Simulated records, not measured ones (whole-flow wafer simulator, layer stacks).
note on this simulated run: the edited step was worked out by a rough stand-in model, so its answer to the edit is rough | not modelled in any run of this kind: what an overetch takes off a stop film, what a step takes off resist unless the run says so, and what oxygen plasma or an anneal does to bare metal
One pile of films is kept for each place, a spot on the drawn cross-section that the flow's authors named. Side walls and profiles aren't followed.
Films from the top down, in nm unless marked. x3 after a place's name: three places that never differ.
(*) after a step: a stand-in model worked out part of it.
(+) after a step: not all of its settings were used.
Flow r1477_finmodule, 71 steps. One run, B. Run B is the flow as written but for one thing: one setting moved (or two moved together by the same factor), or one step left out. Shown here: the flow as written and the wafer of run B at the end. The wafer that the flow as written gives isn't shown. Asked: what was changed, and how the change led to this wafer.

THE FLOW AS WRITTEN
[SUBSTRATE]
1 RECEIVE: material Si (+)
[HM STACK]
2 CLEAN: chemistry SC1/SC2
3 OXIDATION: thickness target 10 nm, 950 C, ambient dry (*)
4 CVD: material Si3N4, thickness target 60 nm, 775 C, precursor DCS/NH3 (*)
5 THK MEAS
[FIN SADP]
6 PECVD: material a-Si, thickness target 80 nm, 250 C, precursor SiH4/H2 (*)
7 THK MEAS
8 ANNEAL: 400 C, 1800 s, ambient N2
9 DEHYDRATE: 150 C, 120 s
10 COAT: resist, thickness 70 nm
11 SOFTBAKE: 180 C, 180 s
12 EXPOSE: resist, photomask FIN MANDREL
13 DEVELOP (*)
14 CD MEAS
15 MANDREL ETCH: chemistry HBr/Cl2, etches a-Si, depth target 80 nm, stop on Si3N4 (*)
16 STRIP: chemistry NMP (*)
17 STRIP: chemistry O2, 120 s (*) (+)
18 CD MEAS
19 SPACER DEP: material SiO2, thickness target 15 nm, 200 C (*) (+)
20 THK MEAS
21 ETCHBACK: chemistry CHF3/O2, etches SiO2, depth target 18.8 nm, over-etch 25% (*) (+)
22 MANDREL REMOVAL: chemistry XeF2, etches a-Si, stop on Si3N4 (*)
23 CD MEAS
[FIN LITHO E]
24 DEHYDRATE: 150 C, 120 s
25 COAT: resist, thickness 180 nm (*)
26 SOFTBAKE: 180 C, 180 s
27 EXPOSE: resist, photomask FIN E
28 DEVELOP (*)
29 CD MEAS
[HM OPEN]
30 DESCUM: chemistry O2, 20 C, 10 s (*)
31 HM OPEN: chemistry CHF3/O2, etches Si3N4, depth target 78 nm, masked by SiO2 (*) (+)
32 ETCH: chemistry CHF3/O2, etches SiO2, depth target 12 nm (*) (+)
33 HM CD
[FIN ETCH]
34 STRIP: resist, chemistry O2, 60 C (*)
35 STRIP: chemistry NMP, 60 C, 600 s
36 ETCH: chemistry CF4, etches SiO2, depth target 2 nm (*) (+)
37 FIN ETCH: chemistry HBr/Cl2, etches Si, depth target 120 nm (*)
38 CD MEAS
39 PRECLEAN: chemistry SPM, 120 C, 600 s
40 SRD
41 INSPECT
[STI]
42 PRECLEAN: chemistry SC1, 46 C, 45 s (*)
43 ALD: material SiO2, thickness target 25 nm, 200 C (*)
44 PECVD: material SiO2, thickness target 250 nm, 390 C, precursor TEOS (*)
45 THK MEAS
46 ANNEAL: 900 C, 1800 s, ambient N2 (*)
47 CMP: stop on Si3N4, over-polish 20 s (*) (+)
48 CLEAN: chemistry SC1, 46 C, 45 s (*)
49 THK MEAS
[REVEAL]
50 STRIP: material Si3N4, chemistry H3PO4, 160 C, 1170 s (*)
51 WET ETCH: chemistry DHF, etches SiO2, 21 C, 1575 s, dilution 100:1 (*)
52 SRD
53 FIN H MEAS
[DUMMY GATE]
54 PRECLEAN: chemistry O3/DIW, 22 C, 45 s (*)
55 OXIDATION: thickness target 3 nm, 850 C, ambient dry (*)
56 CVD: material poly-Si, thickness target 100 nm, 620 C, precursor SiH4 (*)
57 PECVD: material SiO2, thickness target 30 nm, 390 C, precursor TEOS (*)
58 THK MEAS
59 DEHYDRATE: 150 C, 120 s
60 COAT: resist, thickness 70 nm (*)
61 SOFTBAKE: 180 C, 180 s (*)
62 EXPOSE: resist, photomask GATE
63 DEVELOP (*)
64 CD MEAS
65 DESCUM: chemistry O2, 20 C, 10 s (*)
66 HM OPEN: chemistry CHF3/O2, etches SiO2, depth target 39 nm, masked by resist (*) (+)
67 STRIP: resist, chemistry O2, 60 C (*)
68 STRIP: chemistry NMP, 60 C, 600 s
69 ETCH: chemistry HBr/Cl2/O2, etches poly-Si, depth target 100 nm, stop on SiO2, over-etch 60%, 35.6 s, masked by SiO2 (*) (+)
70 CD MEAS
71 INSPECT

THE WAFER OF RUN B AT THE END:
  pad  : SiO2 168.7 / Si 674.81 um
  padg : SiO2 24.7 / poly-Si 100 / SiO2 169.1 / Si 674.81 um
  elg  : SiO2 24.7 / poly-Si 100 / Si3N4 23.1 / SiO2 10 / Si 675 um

The cause: step 37, FIN ETCH: depth target 186 nm was run, where the flow has depth target 120 nm.

How the change led to this, step by step:
  37 FIN ETCH: chemistry HBr/Cl2, etches Si, depth target 120 nm (*)
      pad, padg, esg and 19 more: Si -186 (as written it would be: Si -120)
      elg, e40lg, e100lg, e200lg, elo, e40lo, e100lo, e200lo: Si3N4 -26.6 (as written it would be: Si3N4 -17.1)
      (and at 6 more places)
  43 ALD: material SiO2, thickness target 25 nm, 200 C (*)
      s40cg, s45cg, s50cg, s40co, s45co, s50co: SiO2 +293 (new film) (as written it would be: SiO2 +232.1 (new film))
      esg: SiO2 +250.8 (new film) (as written it would be: SiO2 +194.3 (new film))
  47 CMP: stop on Si3N4, over-polish 20 s (*) (+)
      pad, padg, e40sg and 11 more: SiO2 -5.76 (as written it would be: SiO2 -71.8)
      elg, esg, e40lg and 6 more: SiO2 -232.2 (as written it would be: SiO2 -241.6)
      (and at 1 more place)
  51 WET ETCH: chemistry DHF, etches SiO2, 21 C, 1575 s, dilution 100:1 (*)
      elg, e40lg, e100lg, e200lg, elo, e40lo, e100lo, e200lo: SiO2 -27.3 (all of it), Si3N4 -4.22 (as written it would be: SiO2 -17.8 (all of it), Si3N4 -4.97)
  56 CVD: material poly-Si, thickness target 100 nm, 620 C, precursor SiH4 (*)
      esg: poly-Si +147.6 (new film) (as written it would be: poly-Si +156 (new film))
  60 COAT: resist, thickness 70 nm (*)
      e40sg, eso, e40so: resist +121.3 (new film) (as written it would be: resist +129.5 (new film))
      e100sg, e100so: resist +121.2 (new film) (as written it would be: resist +129.4 (new film))
      (and at 2 more places)
  63 DEVELOP (*)
      eso, e40so: resist -121.3 (all of it) (as written it would be: resist -129.5 (all of it))
      e100so: resist -121.2 (all of it) (as written it would be: resist -129.4 (all of it))
      (and at 1 more place)
  67 STRIP: resist, chemistry O2, 60 C (*)
      e40sg: resist -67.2 (all of it) (as written it would be: resist -75.4 (all of it))
      e100sg: resist -67.1 (all of it) (as written it would be: resist -75.3 (all of it))
      (and at 1 more place)
